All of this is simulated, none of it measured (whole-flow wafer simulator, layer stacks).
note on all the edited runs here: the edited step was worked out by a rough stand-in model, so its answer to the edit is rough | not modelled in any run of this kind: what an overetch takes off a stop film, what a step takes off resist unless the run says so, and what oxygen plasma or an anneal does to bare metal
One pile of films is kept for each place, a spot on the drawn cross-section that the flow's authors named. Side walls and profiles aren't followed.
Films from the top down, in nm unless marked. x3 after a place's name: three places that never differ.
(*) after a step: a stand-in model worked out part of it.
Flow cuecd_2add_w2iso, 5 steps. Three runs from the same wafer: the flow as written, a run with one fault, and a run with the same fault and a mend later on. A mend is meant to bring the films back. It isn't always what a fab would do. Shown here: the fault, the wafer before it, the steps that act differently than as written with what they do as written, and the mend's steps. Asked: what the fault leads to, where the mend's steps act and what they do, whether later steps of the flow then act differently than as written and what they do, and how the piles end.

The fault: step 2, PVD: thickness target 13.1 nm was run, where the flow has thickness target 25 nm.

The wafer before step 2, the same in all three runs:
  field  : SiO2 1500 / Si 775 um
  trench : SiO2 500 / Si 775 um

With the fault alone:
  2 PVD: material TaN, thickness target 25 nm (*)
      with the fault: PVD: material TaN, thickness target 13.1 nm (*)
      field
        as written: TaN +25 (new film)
        with the fault: TaN +13.1 (new film)
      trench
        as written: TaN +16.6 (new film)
        with the fault: TaN +8.69 (new film)
  No later step of the flow acts differently than as written, at any place that is followed, by more than 2% or 0.5 nm, whichever is larger.
  At the end the piles differ from the flow's by more than 2% or 0.5 nm, whichever is larger, at field, trench.
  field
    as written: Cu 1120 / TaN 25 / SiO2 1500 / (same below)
    with the fault: Cu 1120 / TaN 13.1 / SiO2 1500 / (same below)
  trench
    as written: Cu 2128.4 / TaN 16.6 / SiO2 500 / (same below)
    with the fault: Cu 2124.4 / TaN 8.69 / SiO2 500 / (same below)

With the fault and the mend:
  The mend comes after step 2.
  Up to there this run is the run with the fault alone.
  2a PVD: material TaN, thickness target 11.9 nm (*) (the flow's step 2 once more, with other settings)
      field
        TaN +11.9
      trench
        TaN +7.87
  No later step of the flow acts differently than as written at any place that is followed.
  At the end the piles are the same as the flow's at every place that both follow.
